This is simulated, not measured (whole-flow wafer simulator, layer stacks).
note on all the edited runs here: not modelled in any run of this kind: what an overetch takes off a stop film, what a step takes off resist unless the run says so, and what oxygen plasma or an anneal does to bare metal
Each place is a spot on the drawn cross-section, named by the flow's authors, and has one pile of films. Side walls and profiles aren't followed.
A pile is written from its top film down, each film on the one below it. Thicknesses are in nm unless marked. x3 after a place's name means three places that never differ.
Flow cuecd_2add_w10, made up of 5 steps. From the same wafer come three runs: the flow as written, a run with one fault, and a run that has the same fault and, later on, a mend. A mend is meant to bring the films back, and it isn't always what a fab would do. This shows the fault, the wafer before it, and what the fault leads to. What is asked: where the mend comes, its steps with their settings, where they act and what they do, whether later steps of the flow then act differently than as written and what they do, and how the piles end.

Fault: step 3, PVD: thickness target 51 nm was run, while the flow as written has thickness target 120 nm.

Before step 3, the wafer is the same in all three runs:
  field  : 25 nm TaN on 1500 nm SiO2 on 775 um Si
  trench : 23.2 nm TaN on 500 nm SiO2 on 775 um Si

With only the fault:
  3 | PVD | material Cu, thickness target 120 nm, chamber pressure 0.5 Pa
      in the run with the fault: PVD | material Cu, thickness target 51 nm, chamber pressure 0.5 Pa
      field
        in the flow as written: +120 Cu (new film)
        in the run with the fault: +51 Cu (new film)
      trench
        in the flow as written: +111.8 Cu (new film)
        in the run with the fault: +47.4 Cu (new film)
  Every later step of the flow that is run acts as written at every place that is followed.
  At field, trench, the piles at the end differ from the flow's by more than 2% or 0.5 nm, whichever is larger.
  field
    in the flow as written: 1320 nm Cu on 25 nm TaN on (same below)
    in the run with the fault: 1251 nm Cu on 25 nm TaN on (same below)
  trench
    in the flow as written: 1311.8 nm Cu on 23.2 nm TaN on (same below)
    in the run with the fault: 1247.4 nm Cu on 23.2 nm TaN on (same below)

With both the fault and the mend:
  After step 3 comes the mend.
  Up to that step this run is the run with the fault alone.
  3a | PVD | material Cu, thickness target 69 nm, chamber pressure 0.5 Pa (a further turn of the flow's step 3, with different settings)
      field
        +69 Cu
      trench
        +64.2 Cu
  Every later step of the flow that is run acts as written at every place that is followed.
  When the end is reached, the piles differ only a little from the flow's at the places that both follow, at most by 2% or 0.5 nm, whichever is larger.
